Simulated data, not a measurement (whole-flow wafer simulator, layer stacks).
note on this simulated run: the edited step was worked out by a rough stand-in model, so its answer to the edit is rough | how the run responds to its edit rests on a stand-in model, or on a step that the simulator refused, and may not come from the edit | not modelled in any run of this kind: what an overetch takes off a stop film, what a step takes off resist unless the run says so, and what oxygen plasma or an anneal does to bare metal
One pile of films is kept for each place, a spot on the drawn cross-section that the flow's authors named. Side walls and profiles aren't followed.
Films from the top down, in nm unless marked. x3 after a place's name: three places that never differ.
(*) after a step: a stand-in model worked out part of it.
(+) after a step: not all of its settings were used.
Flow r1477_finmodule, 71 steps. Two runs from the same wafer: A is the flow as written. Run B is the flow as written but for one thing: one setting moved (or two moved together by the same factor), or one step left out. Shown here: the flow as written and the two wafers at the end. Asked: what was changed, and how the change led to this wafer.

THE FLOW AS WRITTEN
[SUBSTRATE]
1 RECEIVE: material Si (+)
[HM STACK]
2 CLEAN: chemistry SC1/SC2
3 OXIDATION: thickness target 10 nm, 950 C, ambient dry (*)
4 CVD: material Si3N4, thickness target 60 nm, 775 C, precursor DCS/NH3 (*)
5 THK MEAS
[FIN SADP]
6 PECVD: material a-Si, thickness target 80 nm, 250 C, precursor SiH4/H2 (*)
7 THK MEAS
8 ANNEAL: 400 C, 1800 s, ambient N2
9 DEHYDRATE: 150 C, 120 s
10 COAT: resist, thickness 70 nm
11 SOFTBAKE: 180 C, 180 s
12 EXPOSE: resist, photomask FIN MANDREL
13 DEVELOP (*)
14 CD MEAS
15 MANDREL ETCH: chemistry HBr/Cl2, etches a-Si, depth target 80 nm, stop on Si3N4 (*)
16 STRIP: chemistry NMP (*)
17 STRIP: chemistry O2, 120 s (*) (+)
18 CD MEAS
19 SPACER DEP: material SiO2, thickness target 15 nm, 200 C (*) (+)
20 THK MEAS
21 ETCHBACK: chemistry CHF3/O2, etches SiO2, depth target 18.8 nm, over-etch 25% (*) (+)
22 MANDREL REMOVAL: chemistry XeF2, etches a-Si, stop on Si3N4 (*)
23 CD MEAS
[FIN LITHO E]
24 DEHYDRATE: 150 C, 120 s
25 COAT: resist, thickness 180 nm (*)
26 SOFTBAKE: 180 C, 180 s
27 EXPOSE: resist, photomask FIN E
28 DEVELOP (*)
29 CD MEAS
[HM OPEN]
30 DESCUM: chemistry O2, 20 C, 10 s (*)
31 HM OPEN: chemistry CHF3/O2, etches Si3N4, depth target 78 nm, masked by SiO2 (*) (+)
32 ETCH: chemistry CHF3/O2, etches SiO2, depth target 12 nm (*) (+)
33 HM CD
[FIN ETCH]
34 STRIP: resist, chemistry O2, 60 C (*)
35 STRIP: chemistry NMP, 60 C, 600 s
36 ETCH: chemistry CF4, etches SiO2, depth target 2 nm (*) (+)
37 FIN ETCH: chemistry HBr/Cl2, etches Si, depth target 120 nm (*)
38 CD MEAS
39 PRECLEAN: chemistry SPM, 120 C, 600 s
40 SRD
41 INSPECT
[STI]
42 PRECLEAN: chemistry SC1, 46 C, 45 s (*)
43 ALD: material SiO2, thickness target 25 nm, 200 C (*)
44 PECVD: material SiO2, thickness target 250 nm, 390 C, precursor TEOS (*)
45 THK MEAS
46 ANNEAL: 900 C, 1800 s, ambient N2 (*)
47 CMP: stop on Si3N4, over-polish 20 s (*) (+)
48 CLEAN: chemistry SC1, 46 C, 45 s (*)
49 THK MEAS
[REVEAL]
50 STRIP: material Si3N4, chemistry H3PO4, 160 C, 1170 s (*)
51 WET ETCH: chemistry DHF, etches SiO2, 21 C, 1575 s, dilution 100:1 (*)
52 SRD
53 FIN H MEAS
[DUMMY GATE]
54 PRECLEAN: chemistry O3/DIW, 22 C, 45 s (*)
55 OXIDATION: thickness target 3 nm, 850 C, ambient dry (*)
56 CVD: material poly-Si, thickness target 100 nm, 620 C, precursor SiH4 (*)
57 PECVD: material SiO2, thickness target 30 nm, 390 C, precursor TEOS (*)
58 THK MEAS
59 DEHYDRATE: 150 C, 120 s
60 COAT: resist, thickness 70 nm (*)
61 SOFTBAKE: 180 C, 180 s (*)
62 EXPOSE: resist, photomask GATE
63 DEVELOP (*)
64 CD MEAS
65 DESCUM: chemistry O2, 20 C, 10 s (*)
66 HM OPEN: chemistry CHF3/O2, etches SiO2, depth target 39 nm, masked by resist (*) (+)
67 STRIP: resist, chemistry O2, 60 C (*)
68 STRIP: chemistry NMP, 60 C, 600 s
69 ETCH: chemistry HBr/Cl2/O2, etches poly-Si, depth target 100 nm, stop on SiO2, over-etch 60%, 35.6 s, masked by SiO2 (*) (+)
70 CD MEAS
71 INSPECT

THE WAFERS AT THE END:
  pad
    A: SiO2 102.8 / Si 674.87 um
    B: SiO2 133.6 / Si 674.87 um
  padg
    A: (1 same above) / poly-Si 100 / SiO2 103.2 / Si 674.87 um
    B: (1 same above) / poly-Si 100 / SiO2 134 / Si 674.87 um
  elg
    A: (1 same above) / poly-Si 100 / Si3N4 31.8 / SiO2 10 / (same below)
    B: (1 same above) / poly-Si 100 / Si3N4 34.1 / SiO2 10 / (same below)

The cause: step 51, WET ETCH: 1008 s was run, where the flow has 1575 s.

How the change led to this, step by step:
  51 WET ETCH: chemistry DHF, etches SiO2, 21 C, 1575 s, dilution 100:1 (*)
      pad, padg, e40sg and 12 more: A SiO2 -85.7 | B SiO2 -54.8
      elg, e40lg, e100lg, e200lg, elo, e40lo, e100lo, e200lo: A SiO2 -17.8 (all of it), Si3N4 -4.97 | B SiO2 -17.8 (all of it), Si3N4 -2.66
      (and at 7 more places)
  56 CVD: material poly-Si, thickness target 100 nm, 620 C, precursor SiH4 (*)
      s40sg_line, s45sg_line, s50sg_line, s40so_line, s45so_line, s50so_line: A poly-Si +100 (new film) | B poly-Si +108.3 (new film)
      s40cg, s40co: A poly-Si +113.9 (new film) | B poly-Si +100 (new film)
      (and at 5 more places)
  60 COAT: resist, thickness 70 nm (*)
      e40lg, e100lg, e200lg, elo, e40lo, e100lo, e200lo: A resist +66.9 (new film) | B resist +68.3 (new film)
      e40sg, eso, e40so: A resist +129.5 (new film) | B resist +102.4 (new film)
      (and at 22 more places)
  63 DEVELOP (*)
      elo, e40lo, e100lo, e200lo: A resist -66.9 (all of it) | B resist -68.3 (all of it)
      eso, e40so: A resist -129.5 (all of it) | B resist -102.4 (all of it)
      (and at 11 more places)
  67 STRIP: resist, chemistry O2, 60 C (*)
      e40lg, e100lg, e200lg: A resist -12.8 (all of it) | B resist -14.2 (all of it)
      e40sg: A resist -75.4 (all of it) | B resist -48.3 (all of it)
      (and at 11 more places)
  69 ETCH: chemistry HBr/Cl2/O2, etches poly-Si, depth target 100 nm, stop on SiO2, over-etch 60%, 35.6 s, masked by SiO2 (*) (+)
      s40so_line, s45so_line, s50so_line: A chemical SiO2 -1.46 (all of it), poly-Si -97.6 (all of it), SiO2 -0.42 | B chemical SiO2 -1.3 (all of it), poly-Si -105.9 (all of it), SiO2 -0.27
      s40co: A chemical SiO2 -1.46 (all of it), poly-Si -111.5 (all of it), SiO2 -0.24 | B chemical SiO2 -1.3 (all of it), poly-Si -97.6 (all of it), SiO2 -0.42
      (and at 2 more places)
